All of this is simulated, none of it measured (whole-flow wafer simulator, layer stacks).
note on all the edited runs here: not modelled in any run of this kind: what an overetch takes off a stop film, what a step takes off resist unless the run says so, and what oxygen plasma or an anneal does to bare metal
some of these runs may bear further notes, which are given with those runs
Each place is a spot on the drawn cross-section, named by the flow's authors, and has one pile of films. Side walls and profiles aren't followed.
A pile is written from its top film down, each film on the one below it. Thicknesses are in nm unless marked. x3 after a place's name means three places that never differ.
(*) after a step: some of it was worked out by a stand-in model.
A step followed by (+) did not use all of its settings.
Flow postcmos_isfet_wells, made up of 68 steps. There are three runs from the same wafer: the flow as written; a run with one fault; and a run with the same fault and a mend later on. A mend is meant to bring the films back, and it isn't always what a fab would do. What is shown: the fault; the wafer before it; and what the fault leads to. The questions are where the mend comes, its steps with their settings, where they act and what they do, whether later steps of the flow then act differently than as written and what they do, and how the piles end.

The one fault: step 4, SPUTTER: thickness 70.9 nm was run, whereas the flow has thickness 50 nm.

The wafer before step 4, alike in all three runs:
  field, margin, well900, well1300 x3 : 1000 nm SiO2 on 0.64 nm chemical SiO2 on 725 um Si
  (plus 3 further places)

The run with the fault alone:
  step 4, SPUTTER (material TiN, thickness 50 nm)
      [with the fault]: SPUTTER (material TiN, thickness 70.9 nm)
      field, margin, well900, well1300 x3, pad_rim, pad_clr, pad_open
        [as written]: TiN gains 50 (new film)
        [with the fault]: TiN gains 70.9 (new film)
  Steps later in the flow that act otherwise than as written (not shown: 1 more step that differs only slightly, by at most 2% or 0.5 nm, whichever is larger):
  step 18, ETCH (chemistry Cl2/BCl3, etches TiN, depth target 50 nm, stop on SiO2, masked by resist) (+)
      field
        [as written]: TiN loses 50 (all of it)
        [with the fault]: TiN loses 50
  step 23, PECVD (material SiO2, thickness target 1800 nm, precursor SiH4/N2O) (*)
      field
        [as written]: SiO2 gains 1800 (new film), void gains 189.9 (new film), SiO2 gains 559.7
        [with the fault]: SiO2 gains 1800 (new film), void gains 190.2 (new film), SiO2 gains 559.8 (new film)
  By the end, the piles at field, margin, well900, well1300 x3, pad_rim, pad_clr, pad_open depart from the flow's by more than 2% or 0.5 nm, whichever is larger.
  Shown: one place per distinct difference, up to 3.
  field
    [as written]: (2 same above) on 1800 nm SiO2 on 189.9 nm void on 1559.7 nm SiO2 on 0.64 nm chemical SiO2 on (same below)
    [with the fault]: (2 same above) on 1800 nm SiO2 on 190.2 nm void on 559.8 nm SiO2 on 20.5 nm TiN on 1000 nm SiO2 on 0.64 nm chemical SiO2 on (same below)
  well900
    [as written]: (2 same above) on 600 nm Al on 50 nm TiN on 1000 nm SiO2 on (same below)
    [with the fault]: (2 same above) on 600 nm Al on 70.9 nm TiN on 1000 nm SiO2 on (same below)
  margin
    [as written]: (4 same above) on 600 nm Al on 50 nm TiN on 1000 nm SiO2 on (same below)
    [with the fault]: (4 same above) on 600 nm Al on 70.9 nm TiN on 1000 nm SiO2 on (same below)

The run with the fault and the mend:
  After step 4 comes the mend.
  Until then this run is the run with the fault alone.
  step 4a, ETCH (chemistry peroxide tin strip, depth target 20.9 nm)
      field, margin, well900, well1300 x3, pad_rim, pad_clr, pad_open
        TiN loses 20.9
  None of the later steps of the flow acts differently than as written at any place that is followed.
  The piles end the same as the flow's at every place that both follow.
